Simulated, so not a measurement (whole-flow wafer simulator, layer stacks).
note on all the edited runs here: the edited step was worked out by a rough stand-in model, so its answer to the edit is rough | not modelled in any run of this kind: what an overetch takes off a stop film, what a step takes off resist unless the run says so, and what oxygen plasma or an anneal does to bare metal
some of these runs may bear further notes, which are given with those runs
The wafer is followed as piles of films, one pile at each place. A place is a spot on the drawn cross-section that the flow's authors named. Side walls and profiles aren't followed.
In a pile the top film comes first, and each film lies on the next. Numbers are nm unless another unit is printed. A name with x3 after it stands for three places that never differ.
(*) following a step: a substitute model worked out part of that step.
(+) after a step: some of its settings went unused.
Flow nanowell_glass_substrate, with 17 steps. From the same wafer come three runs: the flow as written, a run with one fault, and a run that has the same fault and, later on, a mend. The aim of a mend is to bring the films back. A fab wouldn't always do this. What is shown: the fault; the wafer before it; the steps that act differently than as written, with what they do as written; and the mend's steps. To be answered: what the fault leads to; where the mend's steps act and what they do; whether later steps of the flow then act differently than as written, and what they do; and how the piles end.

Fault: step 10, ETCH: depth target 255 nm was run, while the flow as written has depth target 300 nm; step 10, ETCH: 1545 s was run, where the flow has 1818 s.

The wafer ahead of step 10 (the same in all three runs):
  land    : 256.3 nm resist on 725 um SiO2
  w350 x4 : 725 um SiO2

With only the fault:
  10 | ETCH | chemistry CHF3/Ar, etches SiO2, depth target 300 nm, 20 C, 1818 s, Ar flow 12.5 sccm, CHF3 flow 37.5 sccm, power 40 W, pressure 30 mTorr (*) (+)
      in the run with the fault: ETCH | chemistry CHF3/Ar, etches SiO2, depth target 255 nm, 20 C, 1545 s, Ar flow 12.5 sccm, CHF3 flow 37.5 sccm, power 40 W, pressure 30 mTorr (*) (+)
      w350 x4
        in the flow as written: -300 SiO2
        in the run with the fault: -255 SiO2
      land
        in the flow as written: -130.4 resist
        in the run with the fault: -110.9 resist
  Steps later in the flow that act otherwise than as written:
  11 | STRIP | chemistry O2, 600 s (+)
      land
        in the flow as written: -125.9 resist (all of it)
        in the run with the fault: -145.5 resist (all of it)
  When the end is reached, the piles differ only a little from the flow's at the places that both follow, at most by 2% or 0.5 nm, whichever is larger.

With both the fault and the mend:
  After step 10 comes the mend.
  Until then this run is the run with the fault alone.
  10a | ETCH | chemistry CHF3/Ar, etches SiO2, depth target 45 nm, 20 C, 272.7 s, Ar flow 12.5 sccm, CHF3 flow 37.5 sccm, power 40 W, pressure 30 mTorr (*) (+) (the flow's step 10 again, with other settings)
      w350 x4
        -45 SiO2
      land
        -19.6 resist
  Every later step of the flow that is run acts as written at every place that is followed.
  By the end, the piles equal the flow's at every place that both follow.
